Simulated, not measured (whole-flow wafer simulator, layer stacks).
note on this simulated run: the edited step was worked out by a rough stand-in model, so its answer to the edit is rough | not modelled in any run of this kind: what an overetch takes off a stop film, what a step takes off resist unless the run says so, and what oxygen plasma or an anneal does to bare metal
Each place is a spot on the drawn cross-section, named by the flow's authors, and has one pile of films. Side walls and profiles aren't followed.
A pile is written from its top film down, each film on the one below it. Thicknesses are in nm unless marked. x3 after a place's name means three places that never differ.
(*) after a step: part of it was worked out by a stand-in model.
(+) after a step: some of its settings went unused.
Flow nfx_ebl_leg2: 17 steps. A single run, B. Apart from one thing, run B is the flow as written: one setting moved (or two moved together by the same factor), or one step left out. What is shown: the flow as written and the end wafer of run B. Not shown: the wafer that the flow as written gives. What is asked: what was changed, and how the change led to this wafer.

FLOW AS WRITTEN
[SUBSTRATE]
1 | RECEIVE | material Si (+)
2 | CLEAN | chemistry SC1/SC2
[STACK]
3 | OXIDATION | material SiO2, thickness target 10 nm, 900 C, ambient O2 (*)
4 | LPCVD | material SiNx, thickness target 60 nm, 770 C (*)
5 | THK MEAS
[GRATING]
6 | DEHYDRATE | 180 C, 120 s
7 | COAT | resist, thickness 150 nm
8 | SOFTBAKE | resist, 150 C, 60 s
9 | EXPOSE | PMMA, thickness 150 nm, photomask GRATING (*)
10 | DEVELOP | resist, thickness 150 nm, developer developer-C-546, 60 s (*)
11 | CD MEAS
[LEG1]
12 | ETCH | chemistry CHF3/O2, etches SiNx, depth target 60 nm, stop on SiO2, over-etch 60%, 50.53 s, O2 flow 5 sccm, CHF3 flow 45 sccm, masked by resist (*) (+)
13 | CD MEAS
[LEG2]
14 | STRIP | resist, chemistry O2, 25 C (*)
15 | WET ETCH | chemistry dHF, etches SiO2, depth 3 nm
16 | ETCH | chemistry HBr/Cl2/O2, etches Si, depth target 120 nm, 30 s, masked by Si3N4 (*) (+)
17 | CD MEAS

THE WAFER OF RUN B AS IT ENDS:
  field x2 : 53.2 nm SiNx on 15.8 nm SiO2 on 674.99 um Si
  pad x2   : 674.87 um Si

What caused this: step 3, OXIDATION: thickness target 15.8 nm was run, though the flow has thickness target 10 nm.
The wafer itself shows it: field x2 has SiO2 15.8, and step 3 as written asks for 10 nm.

How this came from the change, step by step:
  3 | OXIDATION | material SiO2, thickness target 10 nm, 900 C, ambient O2 (*)
      field x2, pad x2: +15.8 SiO2 (new film), -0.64 chemical SiO2 (all of it), -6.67 Si (it would be, as written: +10 SiO2 (new film), -0.64 chemical SiO2 (all of it), -4.12 Si)
  12 | ETCH | chemistry CHF3/O2, etches SiNx, depth target 60 nm, stop on SiO2, over-etch 60%, 50.53 s, O2 flow 5 sccm, CHF3 flow 45 sccm, masked by resist (*) (+)
      pad x2: -60 SiNx (all of it), -15.8 SiO2 (all of it) (it would be, as written: -60 SiNx (all of it), -10 SiO2 (all of it))
